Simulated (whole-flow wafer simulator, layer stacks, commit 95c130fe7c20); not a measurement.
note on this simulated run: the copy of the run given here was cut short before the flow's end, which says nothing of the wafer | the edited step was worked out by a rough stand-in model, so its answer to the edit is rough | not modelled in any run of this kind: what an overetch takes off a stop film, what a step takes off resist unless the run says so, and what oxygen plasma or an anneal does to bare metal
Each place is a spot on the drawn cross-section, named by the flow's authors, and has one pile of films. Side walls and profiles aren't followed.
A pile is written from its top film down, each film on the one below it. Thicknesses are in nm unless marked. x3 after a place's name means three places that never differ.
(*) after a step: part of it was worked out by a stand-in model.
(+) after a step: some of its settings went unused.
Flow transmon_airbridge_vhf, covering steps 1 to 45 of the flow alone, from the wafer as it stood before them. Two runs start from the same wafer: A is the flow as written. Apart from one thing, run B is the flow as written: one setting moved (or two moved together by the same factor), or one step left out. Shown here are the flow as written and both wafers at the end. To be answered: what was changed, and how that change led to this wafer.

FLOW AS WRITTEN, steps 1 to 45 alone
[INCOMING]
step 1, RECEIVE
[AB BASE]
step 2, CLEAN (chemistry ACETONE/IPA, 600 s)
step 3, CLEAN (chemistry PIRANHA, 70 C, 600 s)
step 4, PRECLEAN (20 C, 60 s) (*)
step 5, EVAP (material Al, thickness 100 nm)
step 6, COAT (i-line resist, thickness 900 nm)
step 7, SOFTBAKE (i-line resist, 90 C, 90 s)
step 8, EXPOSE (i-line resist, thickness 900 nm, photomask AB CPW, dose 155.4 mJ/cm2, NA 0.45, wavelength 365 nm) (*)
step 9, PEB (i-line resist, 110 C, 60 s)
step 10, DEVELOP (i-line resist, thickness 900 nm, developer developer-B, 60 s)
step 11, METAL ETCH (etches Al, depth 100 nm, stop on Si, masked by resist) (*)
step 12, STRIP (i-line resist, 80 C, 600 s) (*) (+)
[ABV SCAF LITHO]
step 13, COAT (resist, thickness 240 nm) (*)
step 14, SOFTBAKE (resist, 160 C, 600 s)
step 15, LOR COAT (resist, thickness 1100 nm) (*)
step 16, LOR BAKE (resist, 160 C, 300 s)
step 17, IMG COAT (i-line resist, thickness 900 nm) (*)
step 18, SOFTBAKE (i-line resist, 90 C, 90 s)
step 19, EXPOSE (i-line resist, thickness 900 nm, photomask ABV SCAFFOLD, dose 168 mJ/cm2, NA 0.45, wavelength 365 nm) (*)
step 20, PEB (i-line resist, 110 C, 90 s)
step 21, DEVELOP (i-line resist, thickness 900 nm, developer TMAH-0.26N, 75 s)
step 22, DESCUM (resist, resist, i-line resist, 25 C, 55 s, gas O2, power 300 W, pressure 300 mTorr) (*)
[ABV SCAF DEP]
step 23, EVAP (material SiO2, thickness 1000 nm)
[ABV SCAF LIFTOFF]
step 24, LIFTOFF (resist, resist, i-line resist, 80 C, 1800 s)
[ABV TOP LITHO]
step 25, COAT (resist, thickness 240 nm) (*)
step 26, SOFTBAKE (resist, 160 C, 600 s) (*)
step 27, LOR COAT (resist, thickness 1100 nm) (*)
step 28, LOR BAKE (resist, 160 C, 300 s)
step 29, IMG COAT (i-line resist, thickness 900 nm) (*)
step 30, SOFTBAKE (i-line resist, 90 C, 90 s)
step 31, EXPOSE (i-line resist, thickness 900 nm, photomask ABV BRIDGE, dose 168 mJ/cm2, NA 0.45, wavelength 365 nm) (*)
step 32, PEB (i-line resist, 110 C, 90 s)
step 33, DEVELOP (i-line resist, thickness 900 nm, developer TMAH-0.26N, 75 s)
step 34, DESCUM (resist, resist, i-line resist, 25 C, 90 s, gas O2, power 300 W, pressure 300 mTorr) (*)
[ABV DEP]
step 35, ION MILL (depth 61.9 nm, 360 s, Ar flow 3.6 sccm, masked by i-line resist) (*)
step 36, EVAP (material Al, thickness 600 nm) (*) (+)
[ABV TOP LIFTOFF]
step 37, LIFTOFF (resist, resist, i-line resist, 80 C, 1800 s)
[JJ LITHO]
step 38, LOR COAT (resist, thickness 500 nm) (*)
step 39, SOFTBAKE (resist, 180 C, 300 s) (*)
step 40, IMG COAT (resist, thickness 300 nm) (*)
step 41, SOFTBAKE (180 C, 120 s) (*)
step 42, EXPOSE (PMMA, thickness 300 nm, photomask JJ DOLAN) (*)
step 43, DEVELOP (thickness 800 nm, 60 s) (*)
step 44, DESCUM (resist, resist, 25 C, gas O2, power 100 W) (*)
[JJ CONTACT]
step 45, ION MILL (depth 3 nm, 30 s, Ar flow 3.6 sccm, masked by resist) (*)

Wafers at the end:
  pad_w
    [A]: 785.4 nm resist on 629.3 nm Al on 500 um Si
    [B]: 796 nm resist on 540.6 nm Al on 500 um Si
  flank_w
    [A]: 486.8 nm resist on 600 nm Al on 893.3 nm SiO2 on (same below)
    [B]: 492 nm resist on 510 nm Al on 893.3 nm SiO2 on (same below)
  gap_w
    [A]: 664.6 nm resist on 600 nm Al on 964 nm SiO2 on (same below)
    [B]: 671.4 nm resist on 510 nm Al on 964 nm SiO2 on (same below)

What caused this: step 36, EVAP: thickness 510 nm was run, whereas the flow has thickness 600 nm.
The wafer itself shows it: flank_w has Al 510, and step 36 as written asks for 600 nm.

How this came from the change, step by step:
  step 36, EVAP (material Al, thickness 600 nm) (*) (+)
      field x3, jj_line, ground_far and 10 more: A Al gains 600 (new film) | B Al gains 510 (new film)
      pad_w, pad_e: A Al gains 591.2 | B Al gains 502.5
  step 37, LIFTOFF (resist, resist, i-line resist, 80 C, 1800 s)
      field x3, jj_line, trace_open_s x2: A Al loses 600 (all of it), i-line resist loses 600 (all of it), resist loses 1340 (all of it) | B Al loses 510 (all of it), i-line resist loses 600 (all of it), resist loses 1340 (all of it)
      margin_s, margin_n: A Al loses 600 (all of it), i-line resist loses 318.3 (all of it), resist loses 992 (all of it) | B Al loses 510 (all of it), i-line resist loses 318.3 (all of it), resist loses 992 (all of it)
      (also at 1 further place)
  step 38, LOR COAT (resist, thickness 500 nm) (*)
      bridge_strip: A resist gains 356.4 (new film) | B resist gains 366.5 (new film)
  step 40, IMG COAT (resist, thickness 300 nm) (*)
      bridge_strip: A resist gains 197.1 | B resist gains 202.4
